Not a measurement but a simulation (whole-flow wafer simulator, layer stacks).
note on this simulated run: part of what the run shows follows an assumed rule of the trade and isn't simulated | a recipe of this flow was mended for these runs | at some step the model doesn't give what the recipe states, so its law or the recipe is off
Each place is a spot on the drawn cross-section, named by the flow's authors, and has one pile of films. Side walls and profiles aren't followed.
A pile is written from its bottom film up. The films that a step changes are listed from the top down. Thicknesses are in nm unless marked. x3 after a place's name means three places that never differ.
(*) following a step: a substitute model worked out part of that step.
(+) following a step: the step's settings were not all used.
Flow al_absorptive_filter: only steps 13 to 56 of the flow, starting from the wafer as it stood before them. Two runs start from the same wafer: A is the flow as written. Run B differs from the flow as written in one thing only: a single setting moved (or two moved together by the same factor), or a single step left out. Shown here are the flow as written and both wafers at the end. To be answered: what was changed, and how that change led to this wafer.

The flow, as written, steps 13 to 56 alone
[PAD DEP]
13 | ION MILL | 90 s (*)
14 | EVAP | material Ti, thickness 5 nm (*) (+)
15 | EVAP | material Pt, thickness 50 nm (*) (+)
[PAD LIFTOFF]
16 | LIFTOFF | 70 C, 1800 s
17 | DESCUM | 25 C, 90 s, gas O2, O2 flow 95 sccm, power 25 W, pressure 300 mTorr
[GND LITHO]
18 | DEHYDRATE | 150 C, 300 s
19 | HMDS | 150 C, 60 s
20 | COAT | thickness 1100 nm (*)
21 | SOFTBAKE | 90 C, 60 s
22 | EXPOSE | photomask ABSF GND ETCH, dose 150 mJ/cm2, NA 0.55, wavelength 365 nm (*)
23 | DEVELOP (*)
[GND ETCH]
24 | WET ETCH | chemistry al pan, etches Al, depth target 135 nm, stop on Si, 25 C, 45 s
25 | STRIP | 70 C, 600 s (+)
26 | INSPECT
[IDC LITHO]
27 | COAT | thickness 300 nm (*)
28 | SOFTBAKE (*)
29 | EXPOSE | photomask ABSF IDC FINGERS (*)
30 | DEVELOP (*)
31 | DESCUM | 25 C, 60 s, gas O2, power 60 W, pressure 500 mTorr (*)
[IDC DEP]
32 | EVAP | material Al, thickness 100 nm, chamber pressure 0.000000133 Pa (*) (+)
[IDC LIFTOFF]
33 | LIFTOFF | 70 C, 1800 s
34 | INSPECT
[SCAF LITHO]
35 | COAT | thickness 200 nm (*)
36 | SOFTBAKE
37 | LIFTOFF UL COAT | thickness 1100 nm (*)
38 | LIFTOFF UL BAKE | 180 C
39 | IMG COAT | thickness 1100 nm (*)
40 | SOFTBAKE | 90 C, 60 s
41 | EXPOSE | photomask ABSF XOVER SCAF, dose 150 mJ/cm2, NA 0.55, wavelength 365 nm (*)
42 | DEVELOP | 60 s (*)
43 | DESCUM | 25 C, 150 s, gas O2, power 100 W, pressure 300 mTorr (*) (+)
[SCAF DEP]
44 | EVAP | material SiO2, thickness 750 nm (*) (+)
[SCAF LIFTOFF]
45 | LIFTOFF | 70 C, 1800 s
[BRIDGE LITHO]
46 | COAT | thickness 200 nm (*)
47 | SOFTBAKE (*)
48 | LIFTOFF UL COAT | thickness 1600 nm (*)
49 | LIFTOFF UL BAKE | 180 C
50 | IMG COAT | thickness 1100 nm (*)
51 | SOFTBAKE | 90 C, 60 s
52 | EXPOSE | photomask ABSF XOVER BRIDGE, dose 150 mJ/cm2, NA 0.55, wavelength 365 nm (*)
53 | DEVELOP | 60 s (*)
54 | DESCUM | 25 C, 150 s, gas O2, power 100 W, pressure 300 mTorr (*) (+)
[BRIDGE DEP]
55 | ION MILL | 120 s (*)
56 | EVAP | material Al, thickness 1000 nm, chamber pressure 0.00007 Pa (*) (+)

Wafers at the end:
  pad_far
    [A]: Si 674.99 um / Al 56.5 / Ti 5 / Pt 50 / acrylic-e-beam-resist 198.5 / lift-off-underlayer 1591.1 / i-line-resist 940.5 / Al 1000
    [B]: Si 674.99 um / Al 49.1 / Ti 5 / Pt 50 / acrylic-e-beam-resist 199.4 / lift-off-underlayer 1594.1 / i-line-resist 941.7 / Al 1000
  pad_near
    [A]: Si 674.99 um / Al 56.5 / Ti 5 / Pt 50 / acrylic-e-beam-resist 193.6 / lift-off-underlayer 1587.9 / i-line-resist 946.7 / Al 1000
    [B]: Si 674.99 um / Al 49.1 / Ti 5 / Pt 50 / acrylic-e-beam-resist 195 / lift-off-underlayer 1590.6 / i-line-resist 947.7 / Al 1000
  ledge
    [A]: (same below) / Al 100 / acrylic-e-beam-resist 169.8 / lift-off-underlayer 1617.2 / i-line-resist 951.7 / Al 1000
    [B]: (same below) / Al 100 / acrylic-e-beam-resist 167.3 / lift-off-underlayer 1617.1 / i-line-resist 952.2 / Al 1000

What caused this: step 13, ION MILL: 112 s was run, while the flow as written has 90 s.

The path from the change to this, step by step:
  13 | ION MILL | 90 s (*)
      gnd, ledge, res and 9 more: A i-line-resist loses 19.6 | B i-line-resist loses 24.4
      pad_far, pad_near: A Al loses 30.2 | B Al loses 37.5
